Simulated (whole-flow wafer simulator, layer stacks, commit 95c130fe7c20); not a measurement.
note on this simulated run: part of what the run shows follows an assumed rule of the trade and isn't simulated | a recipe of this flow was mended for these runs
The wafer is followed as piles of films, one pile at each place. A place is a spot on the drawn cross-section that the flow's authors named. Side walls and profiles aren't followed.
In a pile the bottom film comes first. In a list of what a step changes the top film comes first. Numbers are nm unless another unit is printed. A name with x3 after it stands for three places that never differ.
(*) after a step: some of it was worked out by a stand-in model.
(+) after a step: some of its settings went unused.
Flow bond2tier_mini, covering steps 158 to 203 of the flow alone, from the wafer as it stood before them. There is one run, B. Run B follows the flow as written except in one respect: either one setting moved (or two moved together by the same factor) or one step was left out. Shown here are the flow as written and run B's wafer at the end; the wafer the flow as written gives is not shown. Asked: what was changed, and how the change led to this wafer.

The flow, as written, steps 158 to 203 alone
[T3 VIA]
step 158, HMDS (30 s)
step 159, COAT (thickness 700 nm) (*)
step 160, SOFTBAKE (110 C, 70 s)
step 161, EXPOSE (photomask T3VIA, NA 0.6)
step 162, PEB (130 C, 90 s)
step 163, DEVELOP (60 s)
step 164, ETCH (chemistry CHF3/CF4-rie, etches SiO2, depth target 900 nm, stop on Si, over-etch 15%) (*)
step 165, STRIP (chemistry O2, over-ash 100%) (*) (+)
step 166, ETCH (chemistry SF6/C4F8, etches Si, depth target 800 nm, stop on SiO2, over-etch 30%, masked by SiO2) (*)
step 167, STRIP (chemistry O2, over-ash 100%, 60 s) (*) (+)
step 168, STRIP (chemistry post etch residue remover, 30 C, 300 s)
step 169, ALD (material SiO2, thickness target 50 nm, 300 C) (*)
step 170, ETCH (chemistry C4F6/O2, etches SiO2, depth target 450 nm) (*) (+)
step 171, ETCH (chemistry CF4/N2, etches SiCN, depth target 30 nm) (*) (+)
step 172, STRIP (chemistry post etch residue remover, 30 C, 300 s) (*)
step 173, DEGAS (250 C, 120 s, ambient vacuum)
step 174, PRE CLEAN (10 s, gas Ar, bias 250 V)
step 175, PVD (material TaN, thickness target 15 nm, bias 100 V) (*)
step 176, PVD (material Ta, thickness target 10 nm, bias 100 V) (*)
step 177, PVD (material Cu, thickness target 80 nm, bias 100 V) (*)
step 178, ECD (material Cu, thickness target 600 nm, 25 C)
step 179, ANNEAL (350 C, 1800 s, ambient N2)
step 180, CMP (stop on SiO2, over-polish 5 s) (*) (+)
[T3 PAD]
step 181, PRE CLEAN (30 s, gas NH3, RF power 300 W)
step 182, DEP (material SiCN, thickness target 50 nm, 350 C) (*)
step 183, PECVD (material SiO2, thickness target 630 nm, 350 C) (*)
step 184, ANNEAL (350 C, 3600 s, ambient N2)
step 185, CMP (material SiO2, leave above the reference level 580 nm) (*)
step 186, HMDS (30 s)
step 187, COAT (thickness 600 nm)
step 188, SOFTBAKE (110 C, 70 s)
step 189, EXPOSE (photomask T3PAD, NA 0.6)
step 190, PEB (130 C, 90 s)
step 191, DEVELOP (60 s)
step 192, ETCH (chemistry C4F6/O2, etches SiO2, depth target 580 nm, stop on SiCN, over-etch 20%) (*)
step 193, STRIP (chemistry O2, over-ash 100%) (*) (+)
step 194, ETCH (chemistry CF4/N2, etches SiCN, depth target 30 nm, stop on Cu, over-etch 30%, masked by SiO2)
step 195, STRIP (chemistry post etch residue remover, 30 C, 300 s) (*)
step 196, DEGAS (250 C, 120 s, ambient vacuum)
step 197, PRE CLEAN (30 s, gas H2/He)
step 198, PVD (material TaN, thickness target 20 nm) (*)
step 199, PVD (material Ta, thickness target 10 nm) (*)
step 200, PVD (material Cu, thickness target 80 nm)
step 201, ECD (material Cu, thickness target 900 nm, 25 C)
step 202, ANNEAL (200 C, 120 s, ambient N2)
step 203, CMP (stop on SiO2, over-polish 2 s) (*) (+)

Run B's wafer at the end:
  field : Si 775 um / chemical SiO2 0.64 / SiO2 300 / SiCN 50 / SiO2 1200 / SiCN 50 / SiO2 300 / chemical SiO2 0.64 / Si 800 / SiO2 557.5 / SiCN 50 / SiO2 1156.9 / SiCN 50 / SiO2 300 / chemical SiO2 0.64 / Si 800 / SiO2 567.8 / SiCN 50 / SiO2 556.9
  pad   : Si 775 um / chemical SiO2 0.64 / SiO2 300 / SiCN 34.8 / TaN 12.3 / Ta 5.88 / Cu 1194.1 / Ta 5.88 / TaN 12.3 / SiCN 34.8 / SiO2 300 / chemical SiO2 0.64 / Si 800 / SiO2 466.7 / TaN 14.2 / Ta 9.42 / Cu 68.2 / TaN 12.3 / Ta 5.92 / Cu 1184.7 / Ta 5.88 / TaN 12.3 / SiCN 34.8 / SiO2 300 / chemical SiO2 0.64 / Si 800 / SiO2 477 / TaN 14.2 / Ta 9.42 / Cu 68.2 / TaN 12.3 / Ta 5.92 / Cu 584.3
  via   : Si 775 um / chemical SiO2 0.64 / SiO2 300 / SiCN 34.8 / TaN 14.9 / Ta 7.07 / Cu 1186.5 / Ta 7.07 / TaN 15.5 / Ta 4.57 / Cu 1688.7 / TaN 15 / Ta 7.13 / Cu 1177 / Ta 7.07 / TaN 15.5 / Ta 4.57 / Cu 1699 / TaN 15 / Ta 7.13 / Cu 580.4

The reason: step 165, STRIP: chemistry O2, over-ash 100% (*) (+), was skipped.

The path from the change to this, step by step:
  step 166, ETCH (chemistry SF6/C4F8, etches Si, depth target 800 nm, stop on SiO2, over-etch 30%, masked by SiO2) (*)
      field, pad: -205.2 thick-KrF-resist (in the flow as written it would be: -10.3 SiO2)
  step 167, STRIP (chemistry O2, over-ash 100%, 60 s) (*) (+)
      field: -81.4 thick-KrF-resist (all of it) (in the flow as written it would be: nothing)
      pad: -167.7 thick-KrF-resist (all of it) (in the flow as written it would be: nothing)
